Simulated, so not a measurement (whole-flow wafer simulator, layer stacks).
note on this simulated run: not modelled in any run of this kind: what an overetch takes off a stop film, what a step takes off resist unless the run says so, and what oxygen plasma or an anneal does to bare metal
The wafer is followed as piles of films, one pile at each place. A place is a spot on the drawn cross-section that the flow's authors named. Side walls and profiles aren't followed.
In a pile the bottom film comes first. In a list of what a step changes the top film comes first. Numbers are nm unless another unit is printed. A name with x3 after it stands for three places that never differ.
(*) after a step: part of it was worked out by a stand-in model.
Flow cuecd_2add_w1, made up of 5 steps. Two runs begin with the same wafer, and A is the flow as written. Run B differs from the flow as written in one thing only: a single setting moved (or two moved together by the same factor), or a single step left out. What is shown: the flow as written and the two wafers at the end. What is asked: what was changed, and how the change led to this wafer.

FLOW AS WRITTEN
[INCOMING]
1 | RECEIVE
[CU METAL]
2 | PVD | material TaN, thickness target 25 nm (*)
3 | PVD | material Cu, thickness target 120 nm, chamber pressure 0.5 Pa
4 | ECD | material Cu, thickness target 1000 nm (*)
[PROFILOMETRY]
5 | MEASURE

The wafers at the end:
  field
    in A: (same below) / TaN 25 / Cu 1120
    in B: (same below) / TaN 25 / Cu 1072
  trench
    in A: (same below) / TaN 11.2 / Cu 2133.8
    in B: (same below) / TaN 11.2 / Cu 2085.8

The reason: step 3, PVD: thickness target 72 nm was run, while the flow as written has thickness target 120 nm.

The path from the change to this, step by step:
  3 | PVD | material Cu, thickness target 120 nm, chamber pressure 0.5 Pa
      field: A +120 Cu (new film) | B +72 Cu (new film)
      trench: A +53.6 Cu (new film) | B +32.6 Cu (new film)
